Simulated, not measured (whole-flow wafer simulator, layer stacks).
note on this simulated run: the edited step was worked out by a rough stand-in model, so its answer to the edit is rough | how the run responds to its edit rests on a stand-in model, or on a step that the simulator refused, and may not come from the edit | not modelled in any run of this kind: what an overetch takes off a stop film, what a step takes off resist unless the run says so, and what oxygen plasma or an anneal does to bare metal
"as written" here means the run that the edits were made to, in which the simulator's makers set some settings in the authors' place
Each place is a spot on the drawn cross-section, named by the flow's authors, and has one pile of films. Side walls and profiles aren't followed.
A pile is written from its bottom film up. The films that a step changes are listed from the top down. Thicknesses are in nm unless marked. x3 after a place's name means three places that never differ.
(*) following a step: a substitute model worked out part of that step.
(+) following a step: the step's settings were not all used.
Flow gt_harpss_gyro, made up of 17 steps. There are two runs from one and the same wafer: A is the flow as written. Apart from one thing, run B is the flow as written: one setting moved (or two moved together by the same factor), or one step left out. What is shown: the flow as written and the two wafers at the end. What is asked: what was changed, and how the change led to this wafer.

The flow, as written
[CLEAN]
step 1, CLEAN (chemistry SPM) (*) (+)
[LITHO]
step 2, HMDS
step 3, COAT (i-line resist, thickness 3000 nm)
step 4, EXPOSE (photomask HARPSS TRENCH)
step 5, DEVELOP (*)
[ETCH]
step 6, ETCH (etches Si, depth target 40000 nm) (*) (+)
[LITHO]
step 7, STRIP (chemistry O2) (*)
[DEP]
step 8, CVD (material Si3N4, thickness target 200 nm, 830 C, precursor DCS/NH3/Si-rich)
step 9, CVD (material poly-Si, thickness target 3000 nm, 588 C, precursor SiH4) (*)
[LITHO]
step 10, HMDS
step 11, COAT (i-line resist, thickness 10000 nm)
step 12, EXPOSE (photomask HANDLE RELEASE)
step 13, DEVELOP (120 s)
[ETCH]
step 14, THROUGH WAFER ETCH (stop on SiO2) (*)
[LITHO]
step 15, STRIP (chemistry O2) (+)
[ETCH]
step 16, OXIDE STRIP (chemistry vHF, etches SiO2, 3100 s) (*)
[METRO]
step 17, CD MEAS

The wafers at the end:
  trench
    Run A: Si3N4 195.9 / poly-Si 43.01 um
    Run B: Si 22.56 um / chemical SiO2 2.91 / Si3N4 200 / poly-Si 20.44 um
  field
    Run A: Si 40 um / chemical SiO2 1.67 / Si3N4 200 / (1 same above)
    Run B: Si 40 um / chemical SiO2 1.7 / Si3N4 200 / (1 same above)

Cause: step 6, ETCH: depth target 17440 nm was run, while the flow as written has depth target 40000 nm.

Step by step, how the change led to this:
  step 6, ETCH (etches Si, depth target 40000 nm) (*) (+)
      trench: A chemical SiO2 loses 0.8 (all of it), Si loses 40 um (all of it) | B chemical SiO2 loses 0.8 (all of it), Si loses 17.44 um
      field: A i-line resist loses 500 | B i-line resist loses 218
  step 7, STRIP (chemistry O2) (*)
      trench: A nothing | B chemical SiO2 gains 2.91 (new film), Si loses 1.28
      field: A i-line resist loses 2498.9 (all of it), chemical SiO2 gains 0.87, Si loses 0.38 | B i-line resist loses 2780.9 (all of it), chemical SiO2 gains 0.9, Si loses 0.4
  step 8, CVD (material Si3N4, thickness target 200 nm, 830 C, precursor DCS/NH3/Si-rich)
      trench: A Si3N4 gains 195.9 (new film) | B Si3N4 gains 200 (new film)
  step 9, CVD (material poly-Si, thickness target 3000 nm, 588 C, precursor SiH4) (*)
      trench: A poly-Si gains 43.01 um (new film) | B poly-Si gains 20.44 um (new film)
